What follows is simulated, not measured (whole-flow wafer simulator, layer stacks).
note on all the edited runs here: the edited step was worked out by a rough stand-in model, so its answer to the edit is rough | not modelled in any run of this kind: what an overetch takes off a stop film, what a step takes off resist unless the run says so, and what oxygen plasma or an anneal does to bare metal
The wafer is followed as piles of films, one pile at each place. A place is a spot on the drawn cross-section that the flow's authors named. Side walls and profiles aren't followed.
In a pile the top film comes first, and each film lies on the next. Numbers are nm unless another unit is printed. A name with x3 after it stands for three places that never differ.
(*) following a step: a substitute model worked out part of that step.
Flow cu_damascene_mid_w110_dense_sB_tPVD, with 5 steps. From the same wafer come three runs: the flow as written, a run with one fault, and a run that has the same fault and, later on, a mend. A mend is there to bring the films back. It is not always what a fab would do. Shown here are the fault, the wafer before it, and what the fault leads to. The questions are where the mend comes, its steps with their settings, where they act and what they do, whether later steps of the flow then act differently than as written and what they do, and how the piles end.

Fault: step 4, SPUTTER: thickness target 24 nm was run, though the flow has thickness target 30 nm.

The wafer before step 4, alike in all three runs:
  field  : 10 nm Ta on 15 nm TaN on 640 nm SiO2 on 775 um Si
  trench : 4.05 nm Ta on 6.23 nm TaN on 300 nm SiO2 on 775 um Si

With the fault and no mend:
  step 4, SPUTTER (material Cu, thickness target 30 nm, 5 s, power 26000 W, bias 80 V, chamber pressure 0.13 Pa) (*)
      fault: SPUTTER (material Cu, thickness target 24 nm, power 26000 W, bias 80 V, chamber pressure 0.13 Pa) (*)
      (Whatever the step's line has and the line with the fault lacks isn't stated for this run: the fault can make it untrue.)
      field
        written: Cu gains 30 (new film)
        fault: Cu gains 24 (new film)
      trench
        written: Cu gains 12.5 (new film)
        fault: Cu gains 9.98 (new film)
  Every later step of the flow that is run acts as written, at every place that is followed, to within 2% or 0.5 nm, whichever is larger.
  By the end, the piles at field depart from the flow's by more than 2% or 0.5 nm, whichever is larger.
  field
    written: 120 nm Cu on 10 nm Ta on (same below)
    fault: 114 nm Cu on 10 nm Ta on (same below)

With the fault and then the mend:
  The mend stands after step 4.
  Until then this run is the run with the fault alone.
  step 4a, SPUTTER (material Cu, thickness target 6 nm, power 26000 W, bias 80 V, chamber pressure 0.13 Pa) (*) (the flow's step 4, run once more with other settings)
      field
        Cu gains 6
      trench
        Cu gains 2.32
  Every later step of the flow that is run acts as written, at every place that is followed, to within 2% or 0.5 nm, whichever is larger.
  The piles end the same as the flow's at every place that both follow.
